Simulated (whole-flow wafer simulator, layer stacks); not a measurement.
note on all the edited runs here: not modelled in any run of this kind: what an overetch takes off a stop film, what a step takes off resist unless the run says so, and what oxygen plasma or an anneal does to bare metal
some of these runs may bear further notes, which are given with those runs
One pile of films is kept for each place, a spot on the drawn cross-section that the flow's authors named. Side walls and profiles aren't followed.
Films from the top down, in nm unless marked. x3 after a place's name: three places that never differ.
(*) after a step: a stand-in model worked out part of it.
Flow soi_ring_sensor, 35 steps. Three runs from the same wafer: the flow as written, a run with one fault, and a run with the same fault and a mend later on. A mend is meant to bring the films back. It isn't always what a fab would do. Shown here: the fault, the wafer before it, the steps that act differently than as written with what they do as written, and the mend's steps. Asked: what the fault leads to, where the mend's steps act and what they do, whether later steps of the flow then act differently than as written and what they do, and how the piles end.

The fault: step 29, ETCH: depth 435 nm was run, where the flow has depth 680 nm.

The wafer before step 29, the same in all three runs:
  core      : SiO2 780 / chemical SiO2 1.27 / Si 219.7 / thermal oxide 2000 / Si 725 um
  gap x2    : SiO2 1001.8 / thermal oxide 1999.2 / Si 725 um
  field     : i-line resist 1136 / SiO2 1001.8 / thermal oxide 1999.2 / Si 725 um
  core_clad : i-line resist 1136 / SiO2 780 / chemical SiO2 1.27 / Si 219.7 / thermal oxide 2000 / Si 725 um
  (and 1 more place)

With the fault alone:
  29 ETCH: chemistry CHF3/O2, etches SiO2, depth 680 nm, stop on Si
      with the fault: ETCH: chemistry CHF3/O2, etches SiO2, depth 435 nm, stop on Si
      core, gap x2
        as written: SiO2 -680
        with the fault: SiO2 -435
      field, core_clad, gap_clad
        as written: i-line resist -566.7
        with the fault: i-line resist -362.5
  Later steps of the flow that act differently than as written:
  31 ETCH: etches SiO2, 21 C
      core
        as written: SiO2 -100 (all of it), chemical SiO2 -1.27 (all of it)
        with the fault: SiO2 -345 (all of it), chemical SiO2 -1.27 (all of it)
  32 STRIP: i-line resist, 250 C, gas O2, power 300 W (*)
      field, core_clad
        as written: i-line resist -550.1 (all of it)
        with the fault: i-line resist -754.2 (all of it)
  At the end the piles differ from the flow's only slightly at the places that both follow, by at most 2% or 0.5 nm, whichever is larger.

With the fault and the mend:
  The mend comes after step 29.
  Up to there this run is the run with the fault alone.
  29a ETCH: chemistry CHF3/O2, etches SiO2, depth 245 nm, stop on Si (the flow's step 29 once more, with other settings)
      core, gap x2
        SiO2 -245
      field, core_clad, gap_clad
        i-line resist -204.2
  No later step of the flow acts differently than as written at any place that is followed.
  At the end the piles are the same as the flow's at every place that both follow.
